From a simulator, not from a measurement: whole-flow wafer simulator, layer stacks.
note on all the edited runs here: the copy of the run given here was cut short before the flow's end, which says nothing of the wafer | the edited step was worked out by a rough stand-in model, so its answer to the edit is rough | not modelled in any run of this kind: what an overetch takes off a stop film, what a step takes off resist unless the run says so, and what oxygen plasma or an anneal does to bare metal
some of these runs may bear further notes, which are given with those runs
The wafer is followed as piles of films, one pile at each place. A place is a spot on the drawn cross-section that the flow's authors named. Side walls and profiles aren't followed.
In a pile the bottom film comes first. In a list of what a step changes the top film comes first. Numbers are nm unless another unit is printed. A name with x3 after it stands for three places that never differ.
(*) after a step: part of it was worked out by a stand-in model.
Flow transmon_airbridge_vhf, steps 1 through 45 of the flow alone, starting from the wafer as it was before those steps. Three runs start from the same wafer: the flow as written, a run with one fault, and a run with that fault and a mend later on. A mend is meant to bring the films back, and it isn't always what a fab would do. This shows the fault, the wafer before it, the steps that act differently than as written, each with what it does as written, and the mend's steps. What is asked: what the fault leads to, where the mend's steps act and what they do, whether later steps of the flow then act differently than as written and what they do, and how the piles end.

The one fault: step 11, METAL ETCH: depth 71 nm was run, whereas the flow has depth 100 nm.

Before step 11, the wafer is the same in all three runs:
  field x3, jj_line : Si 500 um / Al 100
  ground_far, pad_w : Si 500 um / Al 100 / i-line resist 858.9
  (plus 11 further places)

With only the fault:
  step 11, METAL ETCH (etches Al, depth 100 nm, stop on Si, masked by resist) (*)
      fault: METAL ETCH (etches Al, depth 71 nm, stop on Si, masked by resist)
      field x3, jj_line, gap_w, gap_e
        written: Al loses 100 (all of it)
        fault: Al loses 71
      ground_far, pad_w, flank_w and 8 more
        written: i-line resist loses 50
        fault: i-line resist loses 35.5
  Steps further on in the flow that do not act as written (18 more steps, not shown, differ only slightly: by at most 2% or 0.5 nm, whichever is larger):
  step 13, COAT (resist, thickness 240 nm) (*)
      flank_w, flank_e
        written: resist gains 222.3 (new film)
        fault: resist gains 227 (new film)
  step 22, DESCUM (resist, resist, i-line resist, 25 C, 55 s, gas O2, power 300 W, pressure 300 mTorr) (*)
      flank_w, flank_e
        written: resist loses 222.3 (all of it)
        fault: resist loses 227 (all of it)
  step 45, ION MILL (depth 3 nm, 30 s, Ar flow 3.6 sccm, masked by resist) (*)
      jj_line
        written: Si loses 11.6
        fault: Al loses 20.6
  The piles end different from the flow's at field x3, jj_line, gap_w, gap_e by more than 2% or 0.5 nm, whichever is larger.
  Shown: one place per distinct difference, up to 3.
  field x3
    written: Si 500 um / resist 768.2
    fault: Si 500 um / Al 29 / resist 768.2
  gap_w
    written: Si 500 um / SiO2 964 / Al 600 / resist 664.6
    fault: Si 500 um / Al 29 / SiO2 964 / Al 600 / resist 657
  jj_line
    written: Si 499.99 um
    fault: Si 500 um / Al 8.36

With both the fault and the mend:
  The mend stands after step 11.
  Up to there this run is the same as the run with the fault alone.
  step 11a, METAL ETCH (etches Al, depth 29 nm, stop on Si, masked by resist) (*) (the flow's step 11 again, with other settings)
      ground_far, pad_w, flank_w and 8 more
        i-line resist loses 14.5
      field x3, jj_line, gap_w, gap_e
        Al loses 29 (all of it)
  None of the later steps of the flow acts differently than as written at any place that is followed.
  The piles end the same as the flow's at every place that both follow.
